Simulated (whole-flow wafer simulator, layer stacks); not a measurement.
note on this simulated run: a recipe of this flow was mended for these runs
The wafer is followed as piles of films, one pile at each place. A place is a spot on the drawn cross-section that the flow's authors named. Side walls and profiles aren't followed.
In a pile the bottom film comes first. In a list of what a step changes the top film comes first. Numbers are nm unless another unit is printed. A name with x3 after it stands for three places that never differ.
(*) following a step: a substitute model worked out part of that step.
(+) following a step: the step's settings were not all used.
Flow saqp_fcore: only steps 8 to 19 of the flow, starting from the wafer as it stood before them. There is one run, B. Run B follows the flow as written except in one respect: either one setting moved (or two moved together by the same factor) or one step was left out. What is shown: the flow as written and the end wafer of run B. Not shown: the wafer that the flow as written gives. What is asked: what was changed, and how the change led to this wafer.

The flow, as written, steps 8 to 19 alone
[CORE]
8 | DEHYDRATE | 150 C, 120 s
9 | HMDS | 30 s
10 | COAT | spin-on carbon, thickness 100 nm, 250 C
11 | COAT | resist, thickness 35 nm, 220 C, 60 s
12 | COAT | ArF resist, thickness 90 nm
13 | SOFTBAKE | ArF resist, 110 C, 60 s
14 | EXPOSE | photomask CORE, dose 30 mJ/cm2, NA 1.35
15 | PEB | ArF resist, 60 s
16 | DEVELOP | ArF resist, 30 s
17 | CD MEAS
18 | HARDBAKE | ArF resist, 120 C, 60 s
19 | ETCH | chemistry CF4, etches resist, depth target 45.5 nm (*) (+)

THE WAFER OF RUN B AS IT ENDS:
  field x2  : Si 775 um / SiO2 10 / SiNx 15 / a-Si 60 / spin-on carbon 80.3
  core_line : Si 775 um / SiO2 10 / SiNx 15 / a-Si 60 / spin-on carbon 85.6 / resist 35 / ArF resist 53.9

What caused this: step 10, COAT: thickness 85.6 nm was run, whereas the flow has thickness 100 nm.
The wafer lets one read it off: core_line has spin-on carbon 85.6, and step 10 as written asks for 100 nm.

How this came from the change, step by step:
  10 | COAT | spin-on carbon, thickness 100 nm, 250 C
      field x2, core_line: +85.6 spin-on carbon (new film) (as written it would have been: +100 spin-on carbon (new film))
